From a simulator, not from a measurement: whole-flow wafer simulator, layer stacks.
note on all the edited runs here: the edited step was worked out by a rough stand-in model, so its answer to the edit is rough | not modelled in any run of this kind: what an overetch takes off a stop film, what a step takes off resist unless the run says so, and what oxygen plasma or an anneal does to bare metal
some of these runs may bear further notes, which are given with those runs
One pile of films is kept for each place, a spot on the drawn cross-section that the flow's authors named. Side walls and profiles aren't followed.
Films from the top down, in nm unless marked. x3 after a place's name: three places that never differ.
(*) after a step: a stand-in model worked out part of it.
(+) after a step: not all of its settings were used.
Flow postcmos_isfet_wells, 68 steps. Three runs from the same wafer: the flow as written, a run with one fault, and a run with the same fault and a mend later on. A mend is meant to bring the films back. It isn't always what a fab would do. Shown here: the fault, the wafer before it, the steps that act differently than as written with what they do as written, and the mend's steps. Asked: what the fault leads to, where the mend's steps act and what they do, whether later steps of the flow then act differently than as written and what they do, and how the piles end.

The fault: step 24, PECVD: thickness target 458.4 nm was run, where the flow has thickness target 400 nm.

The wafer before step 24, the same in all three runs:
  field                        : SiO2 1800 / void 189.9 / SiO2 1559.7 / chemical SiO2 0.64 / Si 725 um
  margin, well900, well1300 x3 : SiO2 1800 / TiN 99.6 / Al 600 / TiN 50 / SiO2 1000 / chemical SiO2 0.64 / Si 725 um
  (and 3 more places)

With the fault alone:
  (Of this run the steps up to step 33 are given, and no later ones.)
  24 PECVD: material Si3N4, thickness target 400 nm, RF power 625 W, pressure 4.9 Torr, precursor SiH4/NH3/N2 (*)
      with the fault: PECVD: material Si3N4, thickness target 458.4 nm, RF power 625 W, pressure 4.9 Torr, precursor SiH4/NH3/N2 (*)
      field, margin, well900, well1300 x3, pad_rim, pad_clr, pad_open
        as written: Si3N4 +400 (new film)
        with the fault: Si3N4 +458.4 (new film)
  Later steps of the flow that act differently than as written:
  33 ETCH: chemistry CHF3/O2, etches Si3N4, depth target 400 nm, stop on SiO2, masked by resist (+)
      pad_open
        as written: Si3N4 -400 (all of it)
        with the fault: Si3N4 -400
  After step 33 the piles differ from the flow's by more than 2% or 0.5 nm, whichever is larger, at field, margin, well900, well1300 x3, pad_rim, pad_clr, pad_open.
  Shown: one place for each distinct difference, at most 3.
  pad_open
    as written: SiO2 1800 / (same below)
    with the fault: Si3N4 58.4 / SiO2 1800 / (same below)
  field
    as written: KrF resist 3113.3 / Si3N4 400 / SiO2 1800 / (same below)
    with the fault: KrF resist 3113.3 / Si3N4 458.4 / SiO2 1800 / (same below)

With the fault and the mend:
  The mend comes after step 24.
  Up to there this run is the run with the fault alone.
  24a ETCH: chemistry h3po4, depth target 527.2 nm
      field, margin, well900, well1300 x3, pad_rim, pad_clr, pad_open
        Si3N4 -458.4 (all of it)
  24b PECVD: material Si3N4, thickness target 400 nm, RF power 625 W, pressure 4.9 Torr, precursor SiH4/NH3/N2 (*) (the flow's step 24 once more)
      field, margin, well900, well1300 x3, pad_rim, pad_clr, pad_open
        Si3N4 +400 (new film)
  No later step of the flow acts differently than as written at any place that is followed.
  At the end the piles are the same as the flow's at every place that both follow.
